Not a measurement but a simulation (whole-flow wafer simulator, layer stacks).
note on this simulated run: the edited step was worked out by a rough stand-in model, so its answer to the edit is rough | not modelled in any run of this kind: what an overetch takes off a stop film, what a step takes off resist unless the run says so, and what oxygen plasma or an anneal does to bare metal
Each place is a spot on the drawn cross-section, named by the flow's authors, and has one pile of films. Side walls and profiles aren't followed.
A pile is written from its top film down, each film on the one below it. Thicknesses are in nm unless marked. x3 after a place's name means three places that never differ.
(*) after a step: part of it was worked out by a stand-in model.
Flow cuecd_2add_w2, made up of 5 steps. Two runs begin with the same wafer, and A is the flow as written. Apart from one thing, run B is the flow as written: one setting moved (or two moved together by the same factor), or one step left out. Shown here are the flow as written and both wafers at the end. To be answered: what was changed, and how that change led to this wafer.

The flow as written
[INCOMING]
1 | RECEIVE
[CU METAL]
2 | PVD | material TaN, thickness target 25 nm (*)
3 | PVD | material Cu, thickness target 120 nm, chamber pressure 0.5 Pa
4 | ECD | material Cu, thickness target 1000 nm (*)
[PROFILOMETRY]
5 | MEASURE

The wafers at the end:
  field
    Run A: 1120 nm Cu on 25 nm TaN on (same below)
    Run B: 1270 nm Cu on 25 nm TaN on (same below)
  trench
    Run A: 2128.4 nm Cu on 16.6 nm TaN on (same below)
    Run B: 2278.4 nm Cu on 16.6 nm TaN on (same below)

The reason: step 4, ECD: thickness target 1150 nm was run, while the flow as written has thickness target 1000 nm.

Step by step, how the change led to this:
  4 | ECD | material Cu, thickness target 1000 nm (*)
      field: A +1000 Cu | B +1150 Cu
      trench: A +2047.6 Cu | B +2197.6 Cu
